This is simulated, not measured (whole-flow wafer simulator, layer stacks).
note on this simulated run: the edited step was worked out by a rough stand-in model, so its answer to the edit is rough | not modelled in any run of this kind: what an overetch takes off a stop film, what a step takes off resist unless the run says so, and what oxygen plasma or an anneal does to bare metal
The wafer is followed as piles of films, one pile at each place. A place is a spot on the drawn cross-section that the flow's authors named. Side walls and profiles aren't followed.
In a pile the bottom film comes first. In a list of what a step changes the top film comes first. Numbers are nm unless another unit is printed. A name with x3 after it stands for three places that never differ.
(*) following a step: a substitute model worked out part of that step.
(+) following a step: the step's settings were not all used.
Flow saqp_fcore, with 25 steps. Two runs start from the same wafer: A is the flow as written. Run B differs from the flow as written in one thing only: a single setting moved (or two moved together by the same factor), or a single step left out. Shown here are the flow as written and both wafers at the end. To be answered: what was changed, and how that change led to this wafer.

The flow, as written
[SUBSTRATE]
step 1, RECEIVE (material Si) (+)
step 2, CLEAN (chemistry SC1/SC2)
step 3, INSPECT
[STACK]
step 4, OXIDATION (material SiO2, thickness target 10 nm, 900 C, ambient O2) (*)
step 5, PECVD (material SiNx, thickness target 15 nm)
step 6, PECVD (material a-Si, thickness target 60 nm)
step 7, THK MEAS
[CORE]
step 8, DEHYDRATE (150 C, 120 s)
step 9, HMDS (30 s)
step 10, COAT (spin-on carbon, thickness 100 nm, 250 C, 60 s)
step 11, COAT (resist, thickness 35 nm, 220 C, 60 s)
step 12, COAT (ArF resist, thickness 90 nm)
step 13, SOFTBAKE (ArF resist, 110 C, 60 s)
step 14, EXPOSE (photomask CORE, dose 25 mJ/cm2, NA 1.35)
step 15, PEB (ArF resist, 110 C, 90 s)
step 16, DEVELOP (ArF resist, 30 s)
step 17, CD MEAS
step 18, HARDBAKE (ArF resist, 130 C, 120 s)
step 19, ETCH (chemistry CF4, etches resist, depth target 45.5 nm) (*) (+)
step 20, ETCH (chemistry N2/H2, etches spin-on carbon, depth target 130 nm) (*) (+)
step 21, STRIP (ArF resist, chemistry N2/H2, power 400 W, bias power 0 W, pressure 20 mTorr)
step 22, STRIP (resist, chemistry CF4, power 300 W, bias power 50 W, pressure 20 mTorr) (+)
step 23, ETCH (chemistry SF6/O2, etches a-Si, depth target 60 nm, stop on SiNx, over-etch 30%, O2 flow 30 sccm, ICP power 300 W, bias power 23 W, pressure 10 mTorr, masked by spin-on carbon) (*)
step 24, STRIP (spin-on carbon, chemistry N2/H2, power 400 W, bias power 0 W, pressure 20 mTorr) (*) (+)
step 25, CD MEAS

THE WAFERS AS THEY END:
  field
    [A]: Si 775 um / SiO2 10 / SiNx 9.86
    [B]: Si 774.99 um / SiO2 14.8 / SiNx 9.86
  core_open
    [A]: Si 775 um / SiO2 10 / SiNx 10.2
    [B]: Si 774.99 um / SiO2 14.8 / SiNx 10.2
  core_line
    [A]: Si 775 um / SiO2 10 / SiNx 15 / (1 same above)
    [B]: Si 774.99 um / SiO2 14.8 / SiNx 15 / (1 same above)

The reason: step 4, OXIDATION: thickness target 14.8 nm was run, whereas the flow has thickness target 10 nm.
The wafer itself shows it: field has SiO2 14.8, and step 4 as written asks for 10 nm.

Step by step, how the change led to this:
  step 4, OXIDATION (material SiO2, thickness target 10 nm, 900 C, ambient O2) (*)
      field, core_open, core_line: A +10 SiO2 (new film), -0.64 chemical SiO2 (all of it), -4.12 Si | B +14.8 SiO2 (new film), -0.64 chemical SiO2 (all of it), -6.23 Si
